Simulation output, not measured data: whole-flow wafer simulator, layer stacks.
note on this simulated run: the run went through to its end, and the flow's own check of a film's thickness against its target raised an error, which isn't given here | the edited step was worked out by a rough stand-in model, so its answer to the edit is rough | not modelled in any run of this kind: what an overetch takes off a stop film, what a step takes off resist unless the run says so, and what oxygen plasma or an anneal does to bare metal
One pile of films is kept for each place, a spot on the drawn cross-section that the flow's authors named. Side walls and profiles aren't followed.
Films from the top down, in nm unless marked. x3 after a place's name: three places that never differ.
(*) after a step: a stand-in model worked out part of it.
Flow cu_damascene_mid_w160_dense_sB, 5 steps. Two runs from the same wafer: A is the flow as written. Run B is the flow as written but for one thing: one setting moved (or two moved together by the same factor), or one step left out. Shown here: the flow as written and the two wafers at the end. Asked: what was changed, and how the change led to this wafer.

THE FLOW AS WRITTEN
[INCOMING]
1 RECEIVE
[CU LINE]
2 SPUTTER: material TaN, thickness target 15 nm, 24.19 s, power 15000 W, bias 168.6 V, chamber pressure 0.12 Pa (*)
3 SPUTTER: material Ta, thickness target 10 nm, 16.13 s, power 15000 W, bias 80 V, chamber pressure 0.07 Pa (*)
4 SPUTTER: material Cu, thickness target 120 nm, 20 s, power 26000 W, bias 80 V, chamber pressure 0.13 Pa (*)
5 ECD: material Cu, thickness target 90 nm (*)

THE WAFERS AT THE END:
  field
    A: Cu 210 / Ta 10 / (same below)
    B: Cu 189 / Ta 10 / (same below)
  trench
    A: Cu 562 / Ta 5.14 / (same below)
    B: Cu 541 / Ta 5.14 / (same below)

The cause: step 4, SPUTTER: thickness target 99 nm was run, where the flow has thickness target 120 nm; step 4, SPUTTER: 16.5 s was run, where the flow has 20 s.

How the change led to this, step by step:
  4 SPUTTER: material Cu, thickness target 120 nm, 20 s, power 26000 W, bias 80 V, chamber pressure 0.13 Pa (*)
      field: A Cu +120 (new film) | B Cu +99 (new film)
      trench: A Cu +62 (new film) | B Cu +51.2 (new film)
  5 ECD: material Cu, thickness target 90 nm (*)
      trench: A Cu +500 | B Cu +489.9
